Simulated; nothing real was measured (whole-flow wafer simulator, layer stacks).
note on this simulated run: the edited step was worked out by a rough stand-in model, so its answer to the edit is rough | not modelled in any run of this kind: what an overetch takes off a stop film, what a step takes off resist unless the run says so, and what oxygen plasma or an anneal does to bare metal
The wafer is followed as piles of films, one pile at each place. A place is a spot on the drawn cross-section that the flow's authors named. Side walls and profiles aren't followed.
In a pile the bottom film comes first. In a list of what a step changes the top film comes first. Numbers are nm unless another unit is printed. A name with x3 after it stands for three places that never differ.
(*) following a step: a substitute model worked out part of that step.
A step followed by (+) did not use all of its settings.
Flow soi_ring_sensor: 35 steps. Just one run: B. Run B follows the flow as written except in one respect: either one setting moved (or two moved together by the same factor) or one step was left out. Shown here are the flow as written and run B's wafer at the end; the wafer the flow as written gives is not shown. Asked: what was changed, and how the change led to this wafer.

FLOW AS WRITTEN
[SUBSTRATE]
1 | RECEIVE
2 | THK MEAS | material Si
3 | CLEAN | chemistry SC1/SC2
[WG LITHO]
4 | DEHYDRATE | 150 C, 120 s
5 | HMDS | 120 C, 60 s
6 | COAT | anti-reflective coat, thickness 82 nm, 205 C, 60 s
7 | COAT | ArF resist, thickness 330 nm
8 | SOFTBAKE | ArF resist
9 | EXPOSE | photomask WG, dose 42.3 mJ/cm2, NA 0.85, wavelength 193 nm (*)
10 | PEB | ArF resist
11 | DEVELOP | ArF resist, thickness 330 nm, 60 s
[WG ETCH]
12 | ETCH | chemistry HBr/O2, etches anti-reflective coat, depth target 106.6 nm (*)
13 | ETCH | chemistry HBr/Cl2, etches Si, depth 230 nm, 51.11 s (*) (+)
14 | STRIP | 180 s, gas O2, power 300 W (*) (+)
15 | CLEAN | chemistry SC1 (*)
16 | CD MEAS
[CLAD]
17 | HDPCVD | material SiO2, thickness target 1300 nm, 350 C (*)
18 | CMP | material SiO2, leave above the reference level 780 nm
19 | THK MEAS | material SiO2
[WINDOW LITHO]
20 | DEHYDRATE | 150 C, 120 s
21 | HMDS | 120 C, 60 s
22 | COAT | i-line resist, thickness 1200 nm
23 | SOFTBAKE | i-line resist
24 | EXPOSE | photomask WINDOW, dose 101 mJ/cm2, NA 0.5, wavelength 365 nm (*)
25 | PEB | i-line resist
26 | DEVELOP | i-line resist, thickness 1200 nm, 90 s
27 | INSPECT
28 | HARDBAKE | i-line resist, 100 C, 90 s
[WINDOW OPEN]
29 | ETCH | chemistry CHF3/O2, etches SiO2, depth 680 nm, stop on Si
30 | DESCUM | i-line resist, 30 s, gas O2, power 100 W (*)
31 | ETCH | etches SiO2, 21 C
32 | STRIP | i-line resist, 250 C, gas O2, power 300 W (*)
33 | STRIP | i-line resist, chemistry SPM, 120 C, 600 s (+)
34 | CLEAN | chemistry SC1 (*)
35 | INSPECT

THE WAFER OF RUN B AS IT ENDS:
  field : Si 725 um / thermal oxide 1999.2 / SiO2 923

The reason: step 17, HDPCVD: thickness target 923 nm was run, whereas the flow has thickness target 1300 nm.

How this came from the change, step by step:
  17 | HDPCVD | material SiO2, thickness target 1300 nm, 350 C (*)
      core, gap, window, field, core_clad, gap_clad: +923 SiO2 (new film) (as written it would have been: +1300 SiO2 (new film))
  18 | CMP | material SiO2, leave above the reference level 780 nm
      gap, window, field, gap_clad: nothing (as written it would have been: -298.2 SiO2)
      core, core_clad: -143 SiO2 (as written it would have been: -520 SiO2)
  22 | COAT | i-line resist, thickness 1200 nm
      core, core_clad: +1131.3 i-line resist (new film) (as written it would have been: +1200 i-line resist (new film))
  23 | SOFTBAKE | i-line resist
      core, core_clad: -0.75 i-line resist (as written it would have been: nothing)
      gap, gap_clad: -0.96 i-line resist (as written it would have been: nothing)
  25 | PEB | i-line resist
      core, core_clad: -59 i-line resist (as written it would have been: -62.8 i-line resist)
  26 | DEVELOP | i-line resist, thickness 1200 nm, 90 s
      core: -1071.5 i-line resist (all of it) (as written it would have been: -1137.2 i-line resist (all of it))
  32 | STRIP | i-line resist, 250 C, gas O2, power 300 W (*)
      core_clad: -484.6 i-line resist (all of it) (as written it would have been: -550.1 i-line resist (all of it))
